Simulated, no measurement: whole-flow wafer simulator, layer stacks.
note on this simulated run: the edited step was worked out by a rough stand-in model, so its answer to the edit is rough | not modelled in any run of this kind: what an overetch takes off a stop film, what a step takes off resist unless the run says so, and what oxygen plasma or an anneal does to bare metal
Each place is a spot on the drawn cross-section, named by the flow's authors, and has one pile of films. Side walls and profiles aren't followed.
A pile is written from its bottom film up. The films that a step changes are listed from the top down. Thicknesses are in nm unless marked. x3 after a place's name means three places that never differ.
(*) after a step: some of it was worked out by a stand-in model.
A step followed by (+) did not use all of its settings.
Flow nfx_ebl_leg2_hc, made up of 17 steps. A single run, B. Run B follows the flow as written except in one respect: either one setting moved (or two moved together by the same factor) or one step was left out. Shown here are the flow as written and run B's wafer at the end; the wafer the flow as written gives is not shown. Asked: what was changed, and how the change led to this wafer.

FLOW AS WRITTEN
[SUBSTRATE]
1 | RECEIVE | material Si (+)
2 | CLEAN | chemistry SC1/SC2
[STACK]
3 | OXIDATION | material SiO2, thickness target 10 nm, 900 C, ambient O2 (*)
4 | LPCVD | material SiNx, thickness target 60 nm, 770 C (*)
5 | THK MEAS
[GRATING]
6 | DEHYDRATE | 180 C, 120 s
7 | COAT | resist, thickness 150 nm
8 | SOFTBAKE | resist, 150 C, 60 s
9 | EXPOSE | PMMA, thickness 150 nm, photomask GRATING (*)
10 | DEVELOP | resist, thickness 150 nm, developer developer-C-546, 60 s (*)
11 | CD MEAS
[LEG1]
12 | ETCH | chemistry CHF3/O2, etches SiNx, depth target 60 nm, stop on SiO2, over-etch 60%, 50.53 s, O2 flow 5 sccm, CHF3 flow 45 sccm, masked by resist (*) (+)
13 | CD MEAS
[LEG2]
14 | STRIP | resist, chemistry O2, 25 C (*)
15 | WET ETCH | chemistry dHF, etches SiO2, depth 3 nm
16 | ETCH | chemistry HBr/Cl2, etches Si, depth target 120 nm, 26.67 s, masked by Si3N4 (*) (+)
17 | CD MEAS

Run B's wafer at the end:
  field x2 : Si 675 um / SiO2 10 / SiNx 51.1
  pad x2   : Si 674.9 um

What caused this: step 16, ETCH: depth target 93 nm was run, whereas the flow has depth target 120 nm; step 16, ETCH: 20.67 s was run, where the flow has 26.67 s.

The path from the change to this, step by step:
  16 | ETCH | chemistry HBr/Cl2, etches Si, depth target 120 nm, 26.67 s, masked by Si3N4 (*) (+)
      field x2: -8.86 SiNx (as written it would have been: -11.4 SiNx)
      pad x2: -93 Si (as written it would have been: -120 Si)
